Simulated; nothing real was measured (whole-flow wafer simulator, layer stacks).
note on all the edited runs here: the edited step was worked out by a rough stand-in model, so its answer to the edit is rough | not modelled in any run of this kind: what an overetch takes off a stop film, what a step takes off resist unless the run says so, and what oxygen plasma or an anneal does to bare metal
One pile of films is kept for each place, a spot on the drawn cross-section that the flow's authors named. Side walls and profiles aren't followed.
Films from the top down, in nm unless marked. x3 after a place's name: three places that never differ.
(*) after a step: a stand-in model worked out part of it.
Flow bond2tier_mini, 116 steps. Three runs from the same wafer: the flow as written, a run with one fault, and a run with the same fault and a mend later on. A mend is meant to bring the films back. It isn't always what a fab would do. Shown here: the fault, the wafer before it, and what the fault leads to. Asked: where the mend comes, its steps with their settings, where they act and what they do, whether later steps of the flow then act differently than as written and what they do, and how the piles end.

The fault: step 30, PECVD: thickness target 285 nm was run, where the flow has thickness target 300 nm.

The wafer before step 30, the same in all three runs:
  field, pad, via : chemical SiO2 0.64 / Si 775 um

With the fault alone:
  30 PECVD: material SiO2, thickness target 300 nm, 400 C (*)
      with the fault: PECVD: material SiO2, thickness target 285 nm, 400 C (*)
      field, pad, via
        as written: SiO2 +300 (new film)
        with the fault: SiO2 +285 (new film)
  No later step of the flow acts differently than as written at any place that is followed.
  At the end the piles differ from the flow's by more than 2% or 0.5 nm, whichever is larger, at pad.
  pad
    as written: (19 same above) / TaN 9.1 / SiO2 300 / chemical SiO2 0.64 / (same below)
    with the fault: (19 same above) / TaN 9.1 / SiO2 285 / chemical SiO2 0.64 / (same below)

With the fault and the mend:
  The mend comes after step 30.
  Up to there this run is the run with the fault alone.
  30a PECVD: material SiO2, thickness target 15 nm, 400 C (the flow's step 30 once more, with other settings)
      field, pad, via
        SiO2 +15
  No later step of the flow acts differently than as written at any place that is followed.
  At the end the piles are the same as the flow's at every place that both follow.
